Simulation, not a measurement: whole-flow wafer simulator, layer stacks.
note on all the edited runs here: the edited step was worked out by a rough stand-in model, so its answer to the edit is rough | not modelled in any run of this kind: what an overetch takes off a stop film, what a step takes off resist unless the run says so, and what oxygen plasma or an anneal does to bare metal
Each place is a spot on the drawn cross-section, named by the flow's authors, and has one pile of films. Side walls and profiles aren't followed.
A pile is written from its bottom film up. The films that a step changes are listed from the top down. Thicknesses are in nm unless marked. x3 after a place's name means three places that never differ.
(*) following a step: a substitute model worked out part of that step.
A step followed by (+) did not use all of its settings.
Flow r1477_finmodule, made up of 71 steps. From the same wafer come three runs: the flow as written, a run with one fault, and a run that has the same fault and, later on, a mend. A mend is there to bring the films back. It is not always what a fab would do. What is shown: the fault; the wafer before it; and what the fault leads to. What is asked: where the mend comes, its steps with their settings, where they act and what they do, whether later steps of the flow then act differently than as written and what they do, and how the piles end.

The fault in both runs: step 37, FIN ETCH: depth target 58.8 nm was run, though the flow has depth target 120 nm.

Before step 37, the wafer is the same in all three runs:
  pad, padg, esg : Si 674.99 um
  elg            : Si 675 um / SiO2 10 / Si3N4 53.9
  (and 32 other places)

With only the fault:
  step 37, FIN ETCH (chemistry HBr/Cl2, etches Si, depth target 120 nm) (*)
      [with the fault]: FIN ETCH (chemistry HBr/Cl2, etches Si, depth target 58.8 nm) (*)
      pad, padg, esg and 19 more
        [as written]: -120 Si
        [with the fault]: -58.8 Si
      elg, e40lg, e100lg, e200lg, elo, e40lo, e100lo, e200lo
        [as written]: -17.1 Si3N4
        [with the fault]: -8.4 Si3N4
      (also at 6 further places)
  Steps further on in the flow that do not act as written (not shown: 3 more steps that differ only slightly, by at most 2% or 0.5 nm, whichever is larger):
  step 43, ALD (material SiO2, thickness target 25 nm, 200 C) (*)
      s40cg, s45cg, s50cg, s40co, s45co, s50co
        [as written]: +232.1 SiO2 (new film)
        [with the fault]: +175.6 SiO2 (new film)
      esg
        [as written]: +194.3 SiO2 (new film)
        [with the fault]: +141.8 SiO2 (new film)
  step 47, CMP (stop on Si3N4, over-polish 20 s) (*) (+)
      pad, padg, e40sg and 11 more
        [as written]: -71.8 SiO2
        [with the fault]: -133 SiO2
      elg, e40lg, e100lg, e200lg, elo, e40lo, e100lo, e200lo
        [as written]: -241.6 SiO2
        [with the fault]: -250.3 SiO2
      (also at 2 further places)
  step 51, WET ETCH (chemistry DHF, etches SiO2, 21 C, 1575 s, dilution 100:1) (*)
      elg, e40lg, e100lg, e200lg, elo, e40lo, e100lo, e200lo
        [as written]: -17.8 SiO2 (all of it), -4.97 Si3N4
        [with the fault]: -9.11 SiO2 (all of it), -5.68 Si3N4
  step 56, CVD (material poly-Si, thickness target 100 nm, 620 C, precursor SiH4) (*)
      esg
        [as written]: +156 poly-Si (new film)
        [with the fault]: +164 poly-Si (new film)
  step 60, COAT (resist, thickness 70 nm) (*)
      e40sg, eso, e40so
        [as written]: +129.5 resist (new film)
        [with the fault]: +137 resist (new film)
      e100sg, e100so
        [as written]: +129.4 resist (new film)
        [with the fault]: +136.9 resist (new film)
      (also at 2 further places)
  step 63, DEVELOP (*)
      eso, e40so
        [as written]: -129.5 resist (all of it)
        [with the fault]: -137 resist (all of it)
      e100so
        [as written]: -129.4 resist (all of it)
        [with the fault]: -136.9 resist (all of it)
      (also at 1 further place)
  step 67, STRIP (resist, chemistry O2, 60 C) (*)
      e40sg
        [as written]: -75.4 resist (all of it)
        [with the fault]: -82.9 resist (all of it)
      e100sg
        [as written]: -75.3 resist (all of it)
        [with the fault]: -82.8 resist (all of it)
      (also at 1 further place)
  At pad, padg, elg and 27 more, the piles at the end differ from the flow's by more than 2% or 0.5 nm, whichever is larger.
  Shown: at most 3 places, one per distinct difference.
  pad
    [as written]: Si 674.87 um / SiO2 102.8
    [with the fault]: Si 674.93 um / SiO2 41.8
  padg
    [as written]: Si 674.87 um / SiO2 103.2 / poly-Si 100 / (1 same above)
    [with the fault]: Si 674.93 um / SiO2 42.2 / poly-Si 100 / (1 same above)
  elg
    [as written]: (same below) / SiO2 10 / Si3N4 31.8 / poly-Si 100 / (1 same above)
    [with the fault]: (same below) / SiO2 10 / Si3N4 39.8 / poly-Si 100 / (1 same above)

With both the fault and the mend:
  The mend follows step 38.
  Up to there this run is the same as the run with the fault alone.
  step 38a, FIN ETCH (chemistry HBr/Cl2, etches Si, depth target 61.2 nm) (*) (a further turn of the flow's step 37, with different settings)
      pad, padg, esg and 19 more
        -61.2 Si
      elg, e40lg, e100lg, e200lg, elo, e40lo, e100lo, e200lo
        -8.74 Si3N4
      s40sg_line, s45sg_line, s50sg_line, s40so_line, s45so_line, s50so_line
        -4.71 SiO2
  Every later step of the flow that is run acts as written at every place that is followed.
  By the end, the piles equal the flow's at every place that both follow.
